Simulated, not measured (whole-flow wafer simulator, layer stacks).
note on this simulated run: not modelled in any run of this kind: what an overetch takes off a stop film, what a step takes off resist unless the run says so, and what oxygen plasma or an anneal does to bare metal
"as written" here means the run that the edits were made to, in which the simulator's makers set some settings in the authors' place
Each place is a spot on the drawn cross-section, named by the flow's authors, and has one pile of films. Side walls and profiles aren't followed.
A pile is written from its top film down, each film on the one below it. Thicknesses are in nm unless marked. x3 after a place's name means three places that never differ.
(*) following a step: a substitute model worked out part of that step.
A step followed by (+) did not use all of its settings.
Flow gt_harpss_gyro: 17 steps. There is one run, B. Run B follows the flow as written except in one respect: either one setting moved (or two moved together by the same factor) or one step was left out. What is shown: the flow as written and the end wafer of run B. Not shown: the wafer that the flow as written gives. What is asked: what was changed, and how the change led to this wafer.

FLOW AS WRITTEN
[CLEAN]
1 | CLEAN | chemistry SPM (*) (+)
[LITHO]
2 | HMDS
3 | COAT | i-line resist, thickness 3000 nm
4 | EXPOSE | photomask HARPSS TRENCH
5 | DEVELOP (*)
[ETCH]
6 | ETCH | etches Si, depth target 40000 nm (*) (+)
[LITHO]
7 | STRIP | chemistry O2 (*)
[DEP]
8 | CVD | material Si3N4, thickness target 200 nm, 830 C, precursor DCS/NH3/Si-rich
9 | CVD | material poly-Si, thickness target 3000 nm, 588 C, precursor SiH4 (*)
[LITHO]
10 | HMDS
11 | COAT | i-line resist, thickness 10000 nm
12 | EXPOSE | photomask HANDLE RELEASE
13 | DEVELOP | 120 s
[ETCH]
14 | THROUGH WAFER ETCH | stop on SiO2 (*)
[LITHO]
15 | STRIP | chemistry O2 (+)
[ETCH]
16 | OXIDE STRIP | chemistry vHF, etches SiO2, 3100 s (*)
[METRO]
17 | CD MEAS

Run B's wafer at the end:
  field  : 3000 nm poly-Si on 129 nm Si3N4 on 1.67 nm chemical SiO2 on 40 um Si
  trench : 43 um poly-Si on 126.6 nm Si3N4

The reason: step 8, CVD: thickness target 129 nm was run, whereas the flow has thickness target 200 nm.
The wafer lets one read it off: field has Si3N4 129, and step 8 as written asks for 200 nm.

The path from the change to this, step by step:
  8 | CVD | material Si3N4, thickness target 200 nm, 830 C, precursor DCS/NH3/Si-rich
      field: Si3N4 gains 129 (new film) (it would be, as written: Si3N4 gains 200 (new film))
      trench: Si3N4 gains 126.6 (new film) (it would be, as written: Si3N4 gains 195.9 (new film))
  9 | CVD | material poly-Si, thickness target 3000 nm, 588 C, precursor SiH4 (*)
      trench: poly-Si gains 43 um (new film) (it would be, as written: poly-Si gains 43.01 um (new film))
